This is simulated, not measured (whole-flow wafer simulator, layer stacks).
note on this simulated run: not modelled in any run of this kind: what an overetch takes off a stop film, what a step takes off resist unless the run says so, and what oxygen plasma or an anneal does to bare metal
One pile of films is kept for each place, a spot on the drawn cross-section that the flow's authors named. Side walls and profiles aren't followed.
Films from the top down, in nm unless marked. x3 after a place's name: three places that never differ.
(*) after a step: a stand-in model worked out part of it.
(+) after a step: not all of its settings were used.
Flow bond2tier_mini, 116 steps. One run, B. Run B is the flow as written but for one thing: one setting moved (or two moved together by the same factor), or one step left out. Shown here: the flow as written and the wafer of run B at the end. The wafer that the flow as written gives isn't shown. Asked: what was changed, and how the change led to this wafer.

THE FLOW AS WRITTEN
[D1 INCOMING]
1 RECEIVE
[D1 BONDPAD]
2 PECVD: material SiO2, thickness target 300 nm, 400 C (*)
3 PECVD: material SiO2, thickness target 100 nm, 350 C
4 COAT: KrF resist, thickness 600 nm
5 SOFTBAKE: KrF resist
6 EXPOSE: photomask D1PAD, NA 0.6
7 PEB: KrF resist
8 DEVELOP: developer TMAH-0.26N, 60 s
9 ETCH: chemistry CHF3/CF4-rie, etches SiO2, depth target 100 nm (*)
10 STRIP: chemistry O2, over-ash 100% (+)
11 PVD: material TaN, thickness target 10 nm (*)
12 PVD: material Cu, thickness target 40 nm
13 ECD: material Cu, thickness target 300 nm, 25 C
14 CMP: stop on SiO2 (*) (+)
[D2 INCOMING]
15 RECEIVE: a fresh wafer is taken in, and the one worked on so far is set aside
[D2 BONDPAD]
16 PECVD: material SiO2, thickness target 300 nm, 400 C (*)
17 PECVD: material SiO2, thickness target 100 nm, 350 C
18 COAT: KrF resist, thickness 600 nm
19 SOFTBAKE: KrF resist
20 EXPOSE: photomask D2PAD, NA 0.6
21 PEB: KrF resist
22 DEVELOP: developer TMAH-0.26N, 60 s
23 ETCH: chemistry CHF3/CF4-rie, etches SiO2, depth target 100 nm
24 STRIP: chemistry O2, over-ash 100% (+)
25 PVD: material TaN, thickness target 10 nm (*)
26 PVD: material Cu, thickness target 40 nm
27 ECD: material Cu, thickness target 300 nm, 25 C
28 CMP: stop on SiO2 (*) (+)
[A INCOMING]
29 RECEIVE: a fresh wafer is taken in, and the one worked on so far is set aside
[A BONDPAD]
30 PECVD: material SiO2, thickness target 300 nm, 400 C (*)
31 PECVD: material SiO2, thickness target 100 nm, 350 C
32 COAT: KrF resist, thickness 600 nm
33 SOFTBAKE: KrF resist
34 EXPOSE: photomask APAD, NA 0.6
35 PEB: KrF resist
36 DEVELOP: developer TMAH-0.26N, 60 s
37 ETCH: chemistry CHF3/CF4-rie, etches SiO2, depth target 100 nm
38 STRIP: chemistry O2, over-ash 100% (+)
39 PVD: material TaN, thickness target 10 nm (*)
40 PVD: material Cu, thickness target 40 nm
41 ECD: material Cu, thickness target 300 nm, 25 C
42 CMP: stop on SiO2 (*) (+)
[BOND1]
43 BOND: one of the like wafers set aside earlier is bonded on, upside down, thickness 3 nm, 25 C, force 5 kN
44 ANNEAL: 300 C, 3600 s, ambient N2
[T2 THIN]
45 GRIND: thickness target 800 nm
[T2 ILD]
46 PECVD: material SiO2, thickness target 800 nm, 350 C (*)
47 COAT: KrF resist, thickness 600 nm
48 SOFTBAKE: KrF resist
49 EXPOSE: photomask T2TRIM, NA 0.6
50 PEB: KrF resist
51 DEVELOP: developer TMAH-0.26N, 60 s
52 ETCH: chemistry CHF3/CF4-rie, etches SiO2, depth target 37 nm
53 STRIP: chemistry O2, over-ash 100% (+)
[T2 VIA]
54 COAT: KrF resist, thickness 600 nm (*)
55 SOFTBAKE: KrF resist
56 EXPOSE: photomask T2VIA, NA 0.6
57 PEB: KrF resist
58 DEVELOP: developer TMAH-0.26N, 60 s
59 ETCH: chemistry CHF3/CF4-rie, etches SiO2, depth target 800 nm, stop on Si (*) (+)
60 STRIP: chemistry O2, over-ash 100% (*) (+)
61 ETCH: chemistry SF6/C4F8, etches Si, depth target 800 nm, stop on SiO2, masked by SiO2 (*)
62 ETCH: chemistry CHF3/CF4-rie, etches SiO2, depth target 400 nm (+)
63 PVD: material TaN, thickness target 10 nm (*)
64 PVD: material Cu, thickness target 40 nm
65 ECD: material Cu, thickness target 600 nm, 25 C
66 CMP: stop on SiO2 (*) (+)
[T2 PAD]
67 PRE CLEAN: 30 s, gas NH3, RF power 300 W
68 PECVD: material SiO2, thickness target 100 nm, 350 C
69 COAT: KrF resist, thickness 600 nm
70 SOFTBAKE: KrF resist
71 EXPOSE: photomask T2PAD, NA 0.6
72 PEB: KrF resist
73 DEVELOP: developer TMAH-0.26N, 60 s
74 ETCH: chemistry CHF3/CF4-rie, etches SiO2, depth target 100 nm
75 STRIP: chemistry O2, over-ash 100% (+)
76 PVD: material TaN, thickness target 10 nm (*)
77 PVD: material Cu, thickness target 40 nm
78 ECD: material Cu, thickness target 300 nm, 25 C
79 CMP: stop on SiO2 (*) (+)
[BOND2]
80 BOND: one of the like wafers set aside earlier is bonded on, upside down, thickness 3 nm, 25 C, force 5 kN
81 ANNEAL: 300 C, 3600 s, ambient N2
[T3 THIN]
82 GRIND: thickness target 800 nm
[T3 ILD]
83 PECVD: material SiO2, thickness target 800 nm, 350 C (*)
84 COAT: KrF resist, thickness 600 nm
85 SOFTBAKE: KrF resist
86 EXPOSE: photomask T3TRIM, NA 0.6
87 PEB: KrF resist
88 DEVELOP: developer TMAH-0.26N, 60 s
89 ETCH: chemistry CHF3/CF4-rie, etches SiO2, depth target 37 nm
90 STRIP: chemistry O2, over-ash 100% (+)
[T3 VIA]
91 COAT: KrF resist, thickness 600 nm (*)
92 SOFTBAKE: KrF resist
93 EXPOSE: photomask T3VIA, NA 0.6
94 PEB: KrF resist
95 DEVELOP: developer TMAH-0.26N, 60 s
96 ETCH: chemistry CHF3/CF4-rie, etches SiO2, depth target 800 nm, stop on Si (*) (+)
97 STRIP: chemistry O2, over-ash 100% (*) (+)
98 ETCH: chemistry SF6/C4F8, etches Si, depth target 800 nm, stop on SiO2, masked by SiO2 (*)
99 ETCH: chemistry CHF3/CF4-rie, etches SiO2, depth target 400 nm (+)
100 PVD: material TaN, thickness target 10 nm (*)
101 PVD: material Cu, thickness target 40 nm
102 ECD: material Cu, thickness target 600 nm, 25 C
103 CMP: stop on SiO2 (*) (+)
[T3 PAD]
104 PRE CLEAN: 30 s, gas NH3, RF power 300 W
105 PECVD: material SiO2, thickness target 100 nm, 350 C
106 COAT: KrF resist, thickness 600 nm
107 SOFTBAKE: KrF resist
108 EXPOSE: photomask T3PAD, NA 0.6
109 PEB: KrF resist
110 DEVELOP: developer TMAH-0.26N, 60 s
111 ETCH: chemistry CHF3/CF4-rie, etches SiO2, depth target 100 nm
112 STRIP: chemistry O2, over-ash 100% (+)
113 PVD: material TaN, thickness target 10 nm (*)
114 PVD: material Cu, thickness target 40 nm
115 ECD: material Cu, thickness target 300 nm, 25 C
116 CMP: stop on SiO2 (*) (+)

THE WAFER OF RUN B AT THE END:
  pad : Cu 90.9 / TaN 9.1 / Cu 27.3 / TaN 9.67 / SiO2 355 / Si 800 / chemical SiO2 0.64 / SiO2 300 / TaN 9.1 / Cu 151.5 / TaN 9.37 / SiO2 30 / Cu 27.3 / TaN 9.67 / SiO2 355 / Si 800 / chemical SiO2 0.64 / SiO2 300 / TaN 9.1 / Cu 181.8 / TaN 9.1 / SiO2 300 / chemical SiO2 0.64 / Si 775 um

The cause: step 74, ETCH: depth target 70 nm was run, where the flow has depth target 100 nm.

How the change led to this, step by step:
  74 ETCH: chemistry CHF3/CF4-rie, etches SiO2, depth target 100 nm
      pad: SiO2 -70 (as written it would be: SiO2 -100 (all of it))
      field: KrF resist -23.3 (as written it would be: KrF resist -33.3)
  77 PVD: material Cu, thickness target 40 nm
      pad: Cu +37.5 (new film) (as written it would be: Cu +36.4 (new film))
  78 ECD: material Cu, thickness target 300 nm, 25 C
      pad: Cu +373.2 (as written it would be: Cu +404.5)
Counting metal films that touch as one body, pad has 4 bodies (between them, from the top down: SiO2 355 / Si 800 / chemical SiO2 0.64 / SiO2 300; SiO2 30; SiO2 355 / Si 800 / chemical SiO2 0.64 / SiO2 300); the flow as written gives 3 bodies (between them, from the top down: SiO2 355 / Si 800 / chemical SiO2 0.64 / SiO2 300; SiO2 355 / Si 800 / chemical SiO2 0.64 / SiO2 300).
